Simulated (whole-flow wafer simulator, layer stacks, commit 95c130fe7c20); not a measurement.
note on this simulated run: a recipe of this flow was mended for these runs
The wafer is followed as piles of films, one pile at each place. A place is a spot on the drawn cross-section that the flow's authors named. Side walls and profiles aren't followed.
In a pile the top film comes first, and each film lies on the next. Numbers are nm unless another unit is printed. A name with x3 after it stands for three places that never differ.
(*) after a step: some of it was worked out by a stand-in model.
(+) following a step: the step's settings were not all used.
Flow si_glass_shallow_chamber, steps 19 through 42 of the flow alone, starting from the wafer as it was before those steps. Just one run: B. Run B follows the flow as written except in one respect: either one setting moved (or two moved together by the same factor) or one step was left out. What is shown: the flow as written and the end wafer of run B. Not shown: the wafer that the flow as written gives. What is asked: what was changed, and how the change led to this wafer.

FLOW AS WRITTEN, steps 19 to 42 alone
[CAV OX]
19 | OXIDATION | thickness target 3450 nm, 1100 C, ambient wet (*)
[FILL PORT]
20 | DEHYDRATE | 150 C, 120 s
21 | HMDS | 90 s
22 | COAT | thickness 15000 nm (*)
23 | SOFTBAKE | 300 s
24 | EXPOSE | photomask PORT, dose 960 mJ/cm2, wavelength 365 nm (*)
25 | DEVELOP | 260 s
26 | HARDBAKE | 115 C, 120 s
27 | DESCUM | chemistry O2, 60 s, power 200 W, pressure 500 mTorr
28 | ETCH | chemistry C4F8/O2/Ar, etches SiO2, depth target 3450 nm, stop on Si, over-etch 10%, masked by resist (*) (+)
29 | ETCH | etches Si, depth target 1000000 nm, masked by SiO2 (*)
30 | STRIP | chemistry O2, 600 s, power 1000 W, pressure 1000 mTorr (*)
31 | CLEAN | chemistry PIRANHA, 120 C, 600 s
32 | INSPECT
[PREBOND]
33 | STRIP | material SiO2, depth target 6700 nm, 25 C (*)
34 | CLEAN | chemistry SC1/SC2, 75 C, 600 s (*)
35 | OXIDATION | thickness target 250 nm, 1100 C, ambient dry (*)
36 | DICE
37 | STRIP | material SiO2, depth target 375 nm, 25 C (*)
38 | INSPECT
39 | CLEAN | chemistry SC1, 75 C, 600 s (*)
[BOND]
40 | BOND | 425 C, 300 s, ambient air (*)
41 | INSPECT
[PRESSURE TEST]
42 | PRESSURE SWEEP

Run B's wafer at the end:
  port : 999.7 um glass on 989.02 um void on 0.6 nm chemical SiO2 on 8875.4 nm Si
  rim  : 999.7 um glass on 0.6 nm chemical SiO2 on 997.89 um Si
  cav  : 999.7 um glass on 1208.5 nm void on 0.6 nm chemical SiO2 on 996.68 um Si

What caused this: step 19, OXIDATION: thickness target 4097 nm was run, whereas the flow has thickness target 3450 nm.

The path from the change to this, step by step:
  19 | OXIDATION | thickness target 3450 nm, 1100 C, ambient wet (*)
      rim, ramp, septum, ring: SiO2 gains 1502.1, Si loses 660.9 (it would be, as written: SiO2 gains 1110.9, Si loses 488.8)
      cav, port: SiO2 gains 4097 (new film), chemical SiO2 loses 0.6 (all of it), Si loses 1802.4 (it would be, as written: SiO2 gains 3450 (new film), chemical SiO2 loses 0.6 (all of it), Si loses 1517.7)
  22 | COAT | thickness 15000 nm (*)
      rim: thick-i-line-resist gains 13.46 um (new film) (it would be, as written: thick-i-line-resist gains 13.4 um (new film))
      ramp: thick-i-line-resist gains 12.97 um (new film) (it would be, as written: thick-i-line-resist gains 12.89 um (new film))
      (also at 3 further places)
  23 | SOFTBAKE | 300 s
      rim: thick-i-line-resist loses 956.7 (it would be, as written: thick-i-line-resist loses 997)
      ramp: thick-i-line-resist loses 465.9 (it would be, as written: thick-i-line-resist loses 487.1)
      (also at 4 further places)
  25 | DEVELOP | 260 s
      port: thick-i-line-resist loses 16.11 um (all of it) (it would be, as written: thick-i-line-resist loses 16.16 um (all of it))
  28 | ETCH | chemistry C4F8/O2/Ar, etches SiO2, depth target 3450 nm, stop on Si, over-etch 10%, masked by resist (*) (+)
      port: SiO2 loses 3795 (it would be, as written: SiO2 loses 3450 (all of it), Si loses 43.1)
  29 | ETCH | etches Si, depth target 1000000 nm, masked by SiO2 (*)
      port: SiO2 loses 302 (all of it), Si loses 987.81 um (it would be, as written: hole gains 997.05 um (new film), Si loses 997.05 um (all of it))
      rim, ramp: thick-i-line-resist loses 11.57 um (all of it), SiO2 loses 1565 (it would be, as written: thick-i-line-resist loses 11.47 um (all of it), SiO2 loses 1617.3)
      (also at 2 further places)
  30 | STRIP | chemistry O2, 600 s, power 1000 W, pressure 1000 mTorr (*)
      port: chemical SiO2 gains 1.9 (new film), Si loses 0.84 (it would be, as written: nothing)
      cav: thick-i-line-resist loses 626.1 (all of it) (it would be, as written: thick-i-line-resist loses 669.6 (all of it))
  33 | STRIP | material SiO2, depth target 6700 nm, 25 C (*)
      port: chemical SiO2 loses 1.9 (all of it) (it would be, as written: nothing)
      rim, ramp: SiO2 loses 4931 (all of it) (it would be, as written: SiO2 loses 4487.5 (all of it))
      (also at 3 further places)
  34 | CLEAN | chemistry SC1/SC2, 75 C, 600 s (*)
      port: chemical SiO2 gains 0.6 (new film), Si loses 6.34 (it would be, as written: nothing)
  35 | OXIDATION | thickness target 250 nm, 1100 C, ambient dry (*)
      port: SiO2 gains 250 (new film), chemical SiO2 loses 0.6 (all of it), Si loses 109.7 (it would be, as written: nothing)
  37 | STRIP | material SiO2, depth target 375 nm, 25 C (*)
      port: SiO2 loses 250 (all of it) (it would be, as written: nothing)
  39 | CLEAN | chemistry SC1, 75 C, 600 s (*)
      port: chemical SiO2 gains 0.6 (new film), Si loses 6.34 (it would be, as written: nothing)
  40 | BOND | 425 C, 300 s, ambient air (*)
      port: glass gains 999.7 um (new film), void gains 989.02 um (new film) (it would be, as written: glass gains 999.7 um (new film), hole gains 1017.3)
      cav: glass gains 999.7 um (new film), void gains 1208.5 (new film) (it would be, as written: glass gains 999.7 um (new film), void gains 1095.9 (new film))
